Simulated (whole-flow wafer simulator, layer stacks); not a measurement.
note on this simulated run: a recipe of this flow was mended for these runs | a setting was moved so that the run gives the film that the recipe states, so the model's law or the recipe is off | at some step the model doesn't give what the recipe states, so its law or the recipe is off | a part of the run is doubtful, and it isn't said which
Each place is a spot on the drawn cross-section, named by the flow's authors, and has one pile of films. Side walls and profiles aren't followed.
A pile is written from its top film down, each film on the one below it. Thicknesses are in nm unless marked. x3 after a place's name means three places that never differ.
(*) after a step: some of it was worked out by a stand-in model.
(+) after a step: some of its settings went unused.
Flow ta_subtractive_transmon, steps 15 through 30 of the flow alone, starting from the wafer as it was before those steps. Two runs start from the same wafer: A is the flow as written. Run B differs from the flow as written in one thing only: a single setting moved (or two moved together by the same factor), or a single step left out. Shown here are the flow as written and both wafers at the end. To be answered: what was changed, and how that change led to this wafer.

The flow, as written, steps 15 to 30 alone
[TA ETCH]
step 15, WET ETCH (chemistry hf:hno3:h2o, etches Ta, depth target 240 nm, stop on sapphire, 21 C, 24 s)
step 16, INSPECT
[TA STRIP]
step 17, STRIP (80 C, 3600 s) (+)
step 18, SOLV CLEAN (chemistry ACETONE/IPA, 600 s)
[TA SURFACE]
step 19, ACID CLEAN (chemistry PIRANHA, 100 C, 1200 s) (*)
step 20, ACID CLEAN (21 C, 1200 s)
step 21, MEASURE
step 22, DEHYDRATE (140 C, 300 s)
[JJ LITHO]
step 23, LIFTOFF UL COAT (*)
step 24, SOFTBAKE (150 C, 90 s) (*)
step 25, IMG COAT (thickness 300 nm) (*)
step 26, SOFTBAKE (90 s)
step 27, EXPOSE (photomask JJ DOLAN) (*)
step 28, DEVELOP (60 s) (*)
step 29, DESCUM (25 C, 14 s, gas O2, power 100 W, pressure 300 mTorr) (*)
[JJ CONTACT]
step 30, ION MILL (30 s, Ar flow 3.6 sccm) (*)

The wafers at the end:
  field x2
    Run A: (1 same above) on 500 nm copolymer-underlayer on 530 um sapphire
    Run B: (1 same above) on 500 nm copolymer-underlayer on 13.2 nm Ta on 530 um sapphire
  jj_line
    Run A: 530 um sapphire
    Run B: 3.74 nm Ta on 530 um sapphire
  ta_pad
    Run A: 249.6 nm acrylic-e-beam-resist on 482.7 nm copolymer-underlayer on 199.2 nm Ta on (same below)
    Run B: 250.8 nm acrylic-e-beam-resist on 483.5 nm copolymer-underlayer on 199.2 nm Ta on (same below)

The reason: step 15, WET ETCH: depth target 186 nm was run, whereas the flow has depth target 240 nm; step 15, WET ETCH: 18.6 s was run, where the flow has 24 s.

How this came from the change, step by step:
  step 15, WET ETCH (chemistry hf:hno3:h2o, etches Ta, depth target 240 nm, stop on sapphire, 21 C, 24 s)
      field x2, jj_line, lead: A -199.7 Ta (all of it) | B -186 Ta
  step 30, ION MILL (30 s, Ar flow 3.6 sccm) (*)
      jj_line, lead: A -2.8 sapphire | B -9.45 Ta
If metal films that touch count as one body, field x2 has 1 body; the flow as written gives 0 bodies.
If metal films that touch count as one body, jj_line has 1 body; the flow as written gives 0 bodies.
